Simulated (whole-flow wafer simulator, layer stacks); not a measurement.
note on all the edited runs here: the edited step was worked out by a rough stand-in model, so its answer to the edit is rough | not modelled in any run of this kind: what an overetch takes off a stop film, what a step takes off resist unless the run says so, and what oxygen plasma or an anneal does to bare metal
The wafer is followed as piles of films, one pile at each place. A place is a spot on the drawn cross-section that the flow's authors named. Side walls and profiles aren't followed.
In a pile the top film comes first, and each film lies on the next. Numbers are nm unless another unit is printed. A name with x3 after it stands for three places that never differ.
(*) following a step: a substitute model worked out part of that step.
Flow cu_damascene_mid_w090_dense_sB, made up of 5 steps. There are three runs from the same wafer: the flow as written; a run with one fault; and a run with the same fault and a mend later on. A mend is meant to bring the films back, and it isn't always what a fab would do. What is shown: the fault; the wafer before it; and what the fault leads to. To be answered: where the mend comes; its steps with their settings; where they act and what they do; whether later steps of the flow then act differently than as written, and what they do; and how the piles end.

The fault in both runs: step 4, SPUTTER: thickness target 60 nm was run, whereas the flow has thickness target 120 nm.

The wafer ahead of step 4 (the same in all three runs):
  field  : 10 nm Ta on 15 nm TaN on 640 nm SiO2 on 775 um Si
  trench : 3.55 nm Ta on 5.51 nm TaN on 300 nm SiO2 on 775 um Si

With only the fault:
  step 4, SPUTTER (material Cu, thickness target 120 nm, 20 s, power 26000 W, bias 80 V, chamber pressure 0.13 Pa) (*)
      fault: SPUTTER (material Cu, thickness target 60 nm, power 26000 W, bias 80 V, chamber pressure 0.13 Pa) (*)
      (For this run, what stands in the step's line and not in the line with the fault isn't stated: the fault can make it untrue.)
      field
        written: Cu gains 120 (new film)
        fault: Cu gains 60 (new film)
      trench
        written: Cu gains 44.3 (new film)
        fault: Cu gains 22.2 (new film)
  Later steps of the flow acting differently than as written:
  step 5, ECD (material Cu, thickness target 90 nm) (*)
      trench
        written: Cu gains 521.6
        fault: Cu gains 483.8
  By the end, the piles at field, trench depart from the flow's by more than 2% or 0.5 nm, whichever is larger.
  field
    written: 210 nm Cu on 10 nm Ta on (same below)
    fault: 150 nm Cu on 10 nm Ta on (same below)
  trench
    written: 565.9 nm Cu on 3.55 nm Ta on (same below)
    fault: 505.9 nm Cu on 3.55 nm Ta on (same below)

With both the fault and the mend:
  The mend follows step 4.
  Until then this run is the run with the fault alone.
  step 4a, SPUTTER (material Cu, thickness target 60 nm, power 26000 W, bias 80 V, chamber pressure 0.13 Pa) (*) (the flow's step 4 again, with other settings)
      field
        Cu gains 60
      trench
        Cu gains 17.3
  Every later step of the flow that is run acts as written, at every place that is followed, to within 2% or 0.5 nm, whichever is larger.
  By the end, the piles equal the flow's at every place that both follow.
